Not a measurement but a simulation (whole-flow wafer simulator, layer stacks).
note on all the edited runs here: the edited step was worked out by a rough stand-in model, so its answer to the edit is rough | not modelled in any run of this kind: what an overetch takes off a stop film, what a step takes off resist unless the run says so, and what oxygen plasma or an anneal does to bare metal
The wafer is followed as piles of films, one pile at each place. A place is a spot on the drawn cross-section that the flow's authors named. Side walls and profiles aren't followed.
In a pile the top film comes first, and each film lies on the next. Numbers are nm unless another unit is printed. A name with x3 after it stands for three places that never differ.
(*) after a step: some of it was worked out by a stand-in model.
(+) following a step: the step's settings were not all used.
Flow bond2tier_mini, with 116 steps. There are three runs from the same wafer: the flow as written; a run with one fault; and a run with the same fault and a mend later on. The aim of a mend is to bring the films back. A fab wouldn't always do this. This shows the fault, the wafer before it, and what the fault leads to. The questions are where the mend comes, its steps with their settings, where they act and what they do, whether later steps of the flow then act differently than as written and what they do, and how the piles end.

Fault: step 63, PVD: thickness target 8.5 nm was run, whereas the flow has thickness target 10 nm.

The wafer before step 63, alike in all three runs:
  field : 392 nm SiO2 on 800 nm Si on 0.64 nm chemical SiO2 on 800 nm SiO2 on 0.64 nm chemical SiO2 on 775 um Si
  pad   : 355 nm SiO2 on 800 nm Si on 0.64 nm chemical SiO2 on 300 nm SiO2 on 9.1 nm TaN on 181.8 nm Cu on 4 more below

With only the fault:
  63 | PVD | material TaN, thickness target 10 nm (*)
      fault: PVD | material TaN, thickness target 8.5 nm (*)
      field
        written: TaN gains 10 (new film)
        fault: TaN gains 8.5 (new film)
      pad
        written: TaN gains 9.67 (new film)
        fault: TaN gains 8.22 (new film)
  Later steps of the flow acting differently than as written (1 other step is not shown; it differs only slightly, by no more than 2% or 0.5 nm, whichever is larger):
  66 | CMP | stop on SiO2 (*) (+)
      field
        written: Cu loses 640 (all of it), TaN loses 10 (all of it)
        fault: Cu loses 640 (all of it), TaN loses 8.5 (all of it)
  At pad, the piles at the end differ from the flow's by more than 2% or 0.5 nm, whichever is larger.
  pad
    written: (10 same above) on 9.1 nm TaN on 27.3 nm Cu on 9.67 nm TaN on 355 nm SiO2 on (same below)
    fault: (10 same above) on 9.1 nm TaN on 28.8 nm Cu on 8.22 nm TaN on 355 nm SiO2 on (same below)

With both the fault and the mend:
  The mend follows step 63.
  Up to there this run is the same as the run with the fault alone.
  63a | PVD | material TaN, thickness target 1.5 nm (*) (the flow's step 63, run once more with other settings)
      field
        TaN gains 1.5
      pad
        TaN gains 1.45
  None of the later steps of the flow acts differently than as written at any place that is followed.
  The piles end the same as the flow's at every place that both follow.
